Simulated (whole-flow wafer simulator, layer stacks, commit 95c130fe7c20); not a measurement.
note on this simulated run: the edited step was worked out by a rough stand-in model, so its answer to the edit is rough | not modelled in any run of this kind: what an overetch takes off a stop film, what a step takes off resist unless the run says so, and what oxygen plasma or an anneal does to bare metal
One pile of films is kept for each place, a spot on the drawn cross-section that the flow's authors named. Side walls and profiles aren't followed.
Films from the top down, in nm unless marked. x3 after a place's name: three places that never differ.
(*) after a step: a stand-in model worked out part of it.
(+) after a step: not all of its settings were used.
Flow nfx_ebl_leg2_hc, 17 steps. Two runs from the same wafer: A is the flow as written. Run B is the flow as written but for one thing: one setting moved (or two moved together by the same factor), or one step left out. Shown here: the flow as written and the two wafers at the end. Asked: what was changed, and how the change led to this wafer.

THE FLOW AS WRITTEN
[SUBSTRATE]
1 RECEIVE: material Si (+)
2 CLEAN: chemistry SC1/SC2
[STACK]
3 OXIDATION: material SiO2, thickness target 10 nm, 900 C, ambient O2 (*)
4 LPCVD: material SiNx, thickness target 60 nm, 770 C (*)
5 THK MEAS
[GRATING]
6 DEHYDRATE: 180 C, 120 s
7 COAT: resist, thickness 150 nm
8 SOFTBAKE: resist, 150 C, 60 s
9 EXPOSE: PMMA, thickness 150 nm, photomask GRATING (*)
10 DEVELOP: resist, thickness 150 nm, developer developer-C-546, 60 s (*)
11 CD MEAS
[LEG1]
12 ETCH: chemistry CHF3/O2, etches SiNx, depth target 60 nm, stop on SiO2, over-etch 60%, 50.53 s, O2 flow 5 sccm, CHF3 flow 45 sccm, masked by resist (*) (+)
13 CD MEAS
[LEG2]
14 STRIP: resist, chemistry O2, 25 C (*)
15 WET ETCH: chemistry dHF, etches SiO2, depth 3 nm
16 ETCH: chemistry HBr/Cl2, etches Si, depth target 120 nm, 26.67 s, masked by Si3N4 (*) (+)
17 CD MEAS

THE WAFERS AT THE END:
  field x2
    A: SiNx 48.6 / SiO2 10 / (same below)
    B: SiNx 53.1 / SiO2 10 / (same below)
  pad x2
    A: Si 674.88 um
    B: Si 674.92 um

The cause: step 16, ETCH: depth target 72 nm was run, where the flow has depth target 120 nm; step 16, ETCH: 16 s was run, where the flow has 26.67 s.

How the change led to this, step by step:
  16 ETCH: chemistry HBr/Cl2, etches Si, depth target 120 nm, 26.67 s, masked by Si3N4 (*) (+)
      field x2: A SiNx -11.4 | B SiNx -6.86
      pad x2: A Si -120 | B Si -72
